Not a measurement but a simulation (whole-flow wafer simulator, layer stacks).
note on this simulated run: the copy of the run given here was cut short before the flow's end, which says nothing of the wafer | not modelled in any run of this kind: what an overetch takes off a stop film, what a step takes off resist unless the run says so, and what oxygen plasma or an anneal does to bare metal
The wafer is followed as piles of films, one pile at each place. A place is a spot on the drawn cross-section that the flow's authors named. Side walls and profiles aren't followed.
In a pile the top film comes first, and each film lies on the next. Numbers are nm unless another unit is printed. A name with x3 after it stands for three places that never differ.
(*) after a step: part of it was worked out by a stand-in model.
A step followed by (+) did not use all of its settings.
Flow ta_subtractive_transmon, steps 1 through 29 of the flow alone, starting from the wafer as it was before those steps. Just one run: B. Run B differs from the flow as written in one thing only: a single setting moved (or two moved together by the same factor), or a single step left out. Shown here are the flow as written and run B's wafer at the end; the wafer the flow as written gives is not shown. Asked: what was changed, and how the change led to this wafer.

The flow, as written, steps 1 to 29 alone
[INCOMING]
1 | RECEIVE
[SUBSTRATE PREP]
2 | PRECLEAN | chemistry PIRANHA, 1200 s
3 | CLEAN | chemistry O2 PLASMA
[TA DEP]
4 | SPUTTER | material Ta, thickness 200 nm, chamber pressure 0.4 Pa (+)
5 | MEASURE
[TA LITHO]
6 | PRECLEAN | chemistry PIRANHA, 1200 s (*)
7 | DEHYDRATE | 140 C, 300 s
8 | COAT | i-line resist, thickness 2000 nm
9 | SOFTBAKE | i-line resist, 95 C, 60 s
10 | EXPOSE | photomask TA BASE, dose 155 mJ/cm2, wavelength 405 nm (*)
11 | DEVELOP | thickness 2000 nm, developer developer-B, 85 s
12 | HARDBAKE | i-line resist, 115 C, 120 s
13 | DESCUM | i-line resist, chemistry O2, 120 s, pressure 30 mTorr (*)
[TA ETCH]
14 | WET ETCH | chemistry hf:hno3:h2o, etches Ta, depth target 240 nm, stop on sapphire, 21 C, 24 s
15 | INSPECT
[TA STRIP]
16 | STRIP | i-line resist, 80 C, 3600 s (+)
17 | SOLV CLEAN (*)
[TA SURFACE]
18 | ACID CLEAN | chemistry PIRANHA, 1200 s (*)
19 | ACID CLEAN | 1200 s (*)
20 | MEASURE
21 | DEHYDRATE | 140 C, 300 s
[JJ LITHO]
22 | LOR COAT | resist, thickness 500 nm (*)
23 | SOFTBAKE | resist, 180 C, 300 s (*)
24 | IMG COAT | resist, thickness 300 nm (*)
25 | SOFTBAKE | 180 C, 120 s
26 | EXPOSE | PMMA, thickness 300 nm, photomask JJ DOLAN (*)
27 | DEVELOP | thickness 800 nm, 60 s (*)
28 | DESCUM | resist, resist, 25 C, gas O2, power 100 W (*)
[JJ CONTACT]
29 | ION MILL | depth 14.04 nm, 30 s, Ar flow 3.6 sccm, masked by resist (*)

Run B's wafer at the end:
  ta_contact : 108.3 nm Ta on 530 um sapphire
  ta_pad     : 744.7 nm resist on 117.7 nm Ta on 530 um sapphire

What caused this: step 4, SPUTTER: thickness 118 nm was run, though the flow has thickness 200 nm.

How this came from the change, step by step:
  4 | SPUTTER | material Ta, thickness 200 nm, chamber pressure 0.4 Pa (+)
      field x2, jj_line, lead, ta_contact, ta_pad: Ta gains 118 (new film) (as written it would have been: Ta gains 200 (new film))
  14 | WET ETCH | chemistry hf:hno3:h2o, etches Ta, depth target 240 nm, stop on sapphire, 21 C, 24 s
      field x2, jj_line, lead: Ta loses 118 (all of it) (as written it would have been: Ta loses 200 (all of it))
  22 | LOR COAT | resist, thickness 500 nm (*)
      lead: resist gains 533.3 (new film) (as written it would have been: resist gains 554.8 (new film))
      ta_contact: resist gains 465.6 (new film) (as written it would have been: resist gains 443.8 (new film))
  24 | IMG COAT | resist, thickness 300 nm (*)
      ta_pad: resist gains 288.8 (as written it would have been: resist gains 281.3)
  27 | DEVELOP | thickness 800 nm, 60 s (*)
      lead: resist loses 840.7 (all of it) (as written it would have been: resist loses 867.4 (all of it))
      ta_contact: resist loses 758.3 (all of it) (as written it would have been: resist loses 731.2 (all of it))
